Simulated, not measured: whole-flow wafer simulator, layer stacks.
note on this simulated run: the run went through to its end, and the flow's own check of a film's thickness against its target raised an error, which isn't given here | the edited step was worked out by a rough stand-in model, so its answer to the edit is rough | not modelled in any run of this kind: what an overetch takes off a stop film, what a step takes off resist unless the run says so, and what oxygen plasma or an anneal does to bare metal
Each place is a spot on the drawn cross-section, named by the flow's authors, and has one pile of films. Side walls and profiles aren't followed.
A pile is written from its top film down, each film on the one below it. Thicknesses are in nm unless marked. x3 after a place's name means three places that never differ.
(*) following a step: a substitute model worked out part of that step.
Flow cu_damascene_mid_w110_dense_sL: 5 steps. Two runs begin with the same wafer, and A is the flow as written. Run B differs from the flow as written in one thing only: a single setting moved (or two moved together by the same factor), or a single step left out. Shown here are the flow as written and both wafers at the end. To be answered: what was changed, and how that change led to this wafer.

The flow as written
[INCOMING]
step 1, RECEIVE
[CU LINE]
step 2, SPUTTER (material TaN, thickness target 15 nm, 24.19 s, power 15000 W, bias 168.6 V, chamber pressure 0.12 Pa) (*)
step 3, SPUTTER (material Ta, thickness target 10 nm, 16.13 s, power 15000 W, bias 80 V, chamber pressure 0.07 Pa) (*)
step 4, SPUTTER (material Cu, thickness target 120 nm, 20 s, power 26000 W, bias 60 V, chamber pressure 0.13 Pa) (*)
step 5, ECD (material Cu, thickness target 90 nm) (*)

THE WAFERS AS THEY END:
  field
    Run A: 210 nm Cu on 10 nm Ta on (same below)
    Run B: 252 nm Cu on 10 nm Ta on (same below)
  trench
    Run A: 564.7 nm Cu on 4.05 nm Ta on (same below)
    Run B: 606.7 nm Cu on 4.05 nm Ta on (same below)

Cause: step 4, SPUTTER: thickness target 162 nm was run, while the flow as written has thickness target 120 nm; step 4, SPUTTER: 27 s was run, where the flow has 20 s.

How this came from the change, step by step:
  step 4, SPUTTER (material Cu, thickness target 120 nm, 20 s, power 26000 W, bias 60 V, chamber pressure 0.13 Pa) (*)
      field: A +120 Cu (new film) | B +162 Cu (new film)
      trench: A +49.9 Cu (new film) | B +67.4 Cu (new film)
  step 5, ECD (material Cu, thickness target 90 nm) (*)
      trench: A +514.8 Cu | B +539.3 Cu
